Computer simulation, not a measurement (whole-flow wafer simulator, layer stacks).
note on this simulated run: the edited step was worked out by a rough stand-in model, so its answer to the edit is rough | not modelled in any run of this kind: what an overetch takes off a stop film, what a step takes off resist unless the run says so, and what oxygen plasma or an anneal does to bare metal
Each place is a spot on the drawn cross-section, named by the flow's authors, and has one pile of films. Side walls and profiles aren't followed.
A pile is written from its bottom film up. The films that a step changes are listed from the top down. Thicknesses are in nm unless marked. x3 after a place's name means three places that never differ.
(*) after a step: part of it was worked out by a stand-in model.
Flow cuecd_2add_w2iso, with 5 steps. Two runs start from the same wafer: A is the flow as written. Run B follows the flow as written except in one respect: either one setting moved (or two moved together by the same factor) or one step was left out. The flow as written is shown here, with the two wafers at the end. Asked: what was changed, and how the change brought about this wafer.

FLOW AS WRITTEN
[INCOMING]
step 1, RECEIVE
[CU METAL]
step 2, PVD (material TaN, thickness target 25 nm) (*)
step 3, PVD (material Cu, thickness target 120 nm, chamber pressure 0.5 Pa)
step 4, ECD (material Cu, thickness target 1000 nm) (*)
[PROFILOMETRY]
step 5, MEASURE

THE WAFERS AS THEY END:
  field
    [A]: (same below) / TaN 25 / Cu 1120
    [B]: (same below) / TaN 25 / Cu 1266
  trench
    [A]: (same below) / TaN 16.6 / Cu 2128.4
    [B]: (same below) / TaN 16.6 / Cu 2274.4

Cause: step 4, ECD: thickness target 1146 nm was run, while the flow as written has thickness target 1000 nm.

The path from the change to this, step by step:
  step 4, ECD (material Cu, thickness target 1000 nm) (*)
      field: A Cu gains 1000 | B Cu gains 1146
      trench: A Cu gains 2047.6 | B Cu gains 2193.6
